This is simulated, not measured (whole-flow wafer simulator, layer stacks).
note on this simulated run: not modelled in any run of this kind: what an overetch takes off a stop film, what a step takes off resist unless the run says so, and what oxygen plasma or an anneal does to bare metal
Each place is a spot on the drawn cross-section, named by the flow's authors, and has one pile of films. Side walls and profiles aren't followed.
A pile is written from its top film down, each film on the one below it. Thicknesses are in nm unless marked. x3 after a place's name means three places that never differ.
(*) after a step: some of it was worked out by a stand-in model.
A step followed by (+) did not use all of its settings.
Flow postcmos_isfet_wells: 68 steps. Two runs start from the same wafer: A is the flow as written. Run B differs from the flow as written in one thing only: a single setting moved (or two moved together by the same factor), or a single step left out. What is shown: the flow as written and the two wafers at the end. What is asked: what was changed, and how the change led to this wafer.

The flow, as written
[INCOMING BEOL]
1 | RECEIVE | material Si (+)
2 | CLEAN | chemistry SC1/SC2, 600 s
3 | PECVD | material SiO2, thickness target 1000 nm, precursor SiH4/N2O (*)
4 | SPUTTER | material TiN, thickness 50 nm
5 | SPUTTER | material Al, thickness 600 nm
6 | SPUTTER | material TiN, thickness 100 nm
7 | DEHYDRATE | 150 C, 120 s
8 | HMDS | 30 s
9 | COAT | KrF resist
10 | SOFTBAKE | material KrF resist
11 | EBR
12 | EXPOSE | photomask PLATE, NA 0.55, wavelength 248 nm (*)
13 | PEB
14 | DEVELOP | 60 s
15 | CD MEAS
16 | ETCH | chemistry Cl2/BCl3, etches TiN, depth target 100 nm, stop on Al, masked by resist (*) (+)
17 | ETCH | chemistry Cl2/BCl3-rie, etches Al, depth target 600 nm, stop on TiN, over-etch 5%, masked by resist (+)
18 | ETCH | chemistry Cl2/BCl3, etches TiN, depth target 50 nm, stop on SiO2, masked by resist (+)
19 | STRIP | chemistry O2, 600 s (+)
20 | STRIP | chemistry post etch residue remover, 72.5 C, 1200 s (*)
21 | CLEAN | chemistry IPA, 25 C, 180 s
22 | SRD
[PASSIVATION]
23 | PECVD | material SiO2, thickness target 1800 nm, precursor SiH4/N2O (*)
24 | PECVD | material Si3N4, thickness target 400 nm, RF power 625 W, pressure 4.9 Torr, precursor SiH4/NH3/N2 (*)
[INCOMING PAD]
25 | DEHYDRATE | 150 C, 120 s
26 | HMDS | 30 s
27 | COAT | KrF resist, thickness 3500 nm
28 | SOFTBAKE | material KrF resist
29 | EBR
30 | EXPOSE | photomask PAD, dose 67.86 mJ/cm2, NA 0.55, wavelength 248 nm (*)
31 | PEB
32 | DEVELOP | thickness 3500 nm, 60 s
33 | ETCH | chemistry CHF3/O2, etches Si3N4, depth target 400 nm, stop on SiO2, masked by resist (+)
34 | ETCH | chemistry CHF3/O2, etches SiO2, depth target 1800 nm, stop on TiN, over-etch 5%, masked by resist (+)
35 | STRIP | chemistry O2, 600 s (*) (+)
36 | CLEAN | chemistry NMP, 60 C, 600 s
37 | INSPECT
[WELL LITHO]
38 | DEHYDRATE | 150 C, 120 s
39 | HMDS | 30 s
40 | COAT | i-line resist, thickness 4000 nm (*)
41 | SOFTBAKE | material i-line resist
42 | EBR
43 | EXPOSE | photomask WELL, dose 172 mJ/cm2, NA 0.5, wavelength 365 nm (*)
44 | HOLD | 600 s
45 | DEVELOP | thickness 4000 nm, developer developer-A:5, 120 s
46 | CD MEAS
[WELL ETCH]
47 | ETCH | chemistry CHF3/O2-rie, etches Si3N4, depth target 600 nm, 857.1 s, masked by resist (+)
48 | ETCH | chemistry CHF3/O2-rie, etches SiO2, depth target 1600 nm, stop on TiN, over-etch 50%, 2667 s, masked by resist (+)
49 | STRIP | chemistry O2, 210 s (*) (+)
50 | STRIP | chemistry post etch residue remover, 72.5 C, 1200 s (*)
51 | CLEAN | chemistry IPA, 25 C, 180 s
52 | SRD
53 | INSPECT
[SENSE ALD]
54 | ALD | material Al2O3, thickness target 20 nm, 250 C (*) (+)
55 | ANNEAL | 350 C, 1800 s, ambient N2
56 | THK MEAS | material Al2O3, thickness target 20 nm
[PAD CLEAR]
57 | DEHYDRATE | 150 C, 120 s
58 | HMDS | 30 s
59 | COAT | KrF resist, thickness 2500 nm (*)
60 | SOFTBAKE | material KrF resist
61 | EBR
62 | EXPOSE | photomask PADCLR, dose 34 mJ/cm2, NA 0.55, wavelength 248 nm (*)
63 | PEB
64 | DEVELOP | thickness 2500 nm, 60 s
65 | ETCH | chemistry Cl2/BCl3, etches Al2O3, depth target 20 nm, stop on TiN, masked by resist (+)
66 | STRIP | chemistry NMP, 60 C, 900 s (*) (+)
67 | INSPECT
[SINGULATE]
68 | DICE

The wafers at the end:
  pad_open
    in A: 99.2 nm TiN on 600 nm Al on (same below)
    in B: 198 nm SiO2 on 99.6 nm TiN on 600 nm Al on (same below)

The reason: step 34, ETCH: depth target 1602 nm was run, whereas the flow has depth target 1800 nm.

The path from the change to this, step by step:
  34 | ETCH | chemistry CHF3/O2, etches SiO2, depth target 1800 nm, stop on TiN, over-etch 5%, masked by resist (+)
      pad_open: A -1800 SiO2 (all of it) | B -1602 SiO2
      field, margin, well900, well1300 x3, pad_rim, pad_clr: A -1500 KrF resist | B -1335 KrF resist
  35 | STRIP | chemistry O2, 600 s (*) (+)
      field, margin, well900, well1300 x3, pad_rim, pad_clr: A -1613.3 KrF resist (all of it) | B -1778.3 KrF resist (all of it)
  41 | SOFTBAKE | material i-line resist
      pad_clr: A -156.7 i-line resist | B -137 i-line resist
      pad_open: A +115.3 i-line resist | B +106.5 i-line resist
  49 | STRIP | chemistry O2, 210 s (*) (+)
      pad_clr: A -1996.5 i-line resist (all of it) | B -2078 i-line resist (all of it)
      pad_open: A -3816.3 i-line resist (all of it) | B -3736.5 i-line resist (all of it)
  59 | COAT | KrF resist, thickness 2500 nm (*)
      pad_rim: A +1976.4 KrF resist (new film) | B +2021.5 KrF resist (new film)
      pad_clr: A +1691.6 KrF resist (new film) | B +1758.2 KrF resist (new film)
  64 | DEVELOP | thickness 2500 nm, 60 s
      pad_clr: A -1676 KrF resist (all of it) | B -1742.4 KrF resist (all of it)
  66 | STRIP | chemistry NMP, 60 C, 900 s (*) (+)
      pad_rim: A -1923.7 KrF resist (all of it) | B -1968.3 KrF resist (all of it)
